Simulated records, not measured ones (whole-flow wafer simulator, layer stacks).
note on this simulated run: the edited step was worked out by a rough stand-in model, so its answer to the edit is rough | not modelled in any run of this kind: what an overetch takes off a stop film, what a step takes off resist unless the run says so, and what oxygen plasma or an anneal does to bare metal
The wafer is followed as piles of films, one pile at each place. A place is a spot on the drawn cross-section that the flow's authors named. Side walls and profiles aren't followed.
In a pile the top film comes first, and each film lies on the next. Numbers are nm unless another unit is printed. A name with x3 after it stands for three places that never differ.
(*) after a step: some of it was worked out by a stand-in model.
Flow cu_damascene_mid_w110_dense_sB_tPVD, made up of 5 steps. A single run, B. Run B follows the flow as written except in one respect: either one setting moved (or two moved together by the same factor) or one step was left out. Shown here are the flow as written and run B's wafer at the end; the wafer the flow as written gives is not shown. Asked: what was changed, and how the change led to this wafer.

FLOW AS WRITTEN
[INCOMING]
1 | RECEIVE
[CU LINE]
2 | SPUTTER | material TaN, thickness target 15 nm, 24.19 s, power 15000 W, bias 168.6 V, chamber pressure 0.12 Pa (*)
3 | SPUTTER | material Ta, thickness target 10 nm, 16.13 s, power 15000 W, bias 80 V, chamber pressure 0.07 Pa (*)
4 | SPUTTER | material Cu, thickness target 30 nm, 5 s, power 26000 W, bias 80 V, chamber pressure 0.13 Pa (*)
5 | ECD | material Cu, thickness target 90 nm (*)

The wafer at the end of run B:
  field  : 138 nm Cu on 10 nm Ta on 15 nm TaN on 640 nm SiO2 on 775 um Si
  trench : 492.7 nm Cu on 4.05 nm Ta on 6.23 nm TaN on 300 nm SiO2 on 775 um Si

The reason: step 4, SPUTTER: 8 s was run, whereas the flow has 5 s.

The path from the change to this, step by step:
  4 | SPUTTER | material Cu, thickness target 30 nm, 5 s, power 26000 W, bias 80 V, chamber pressure 0.13 Pa (*)
      field: Cu gains 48 (new film) (in the flow as written it would be: Cu gains 30 (new film))
      trench: Cu gains 20 (new film) (in the flow as written it would be: Cu gains 12.5 (new film))
  5 | ECD | material Cu, thickness target 90 nm (*)
      trench: Cu gains 472.8 (in the flow as written it would be: Cu gains 462.2)
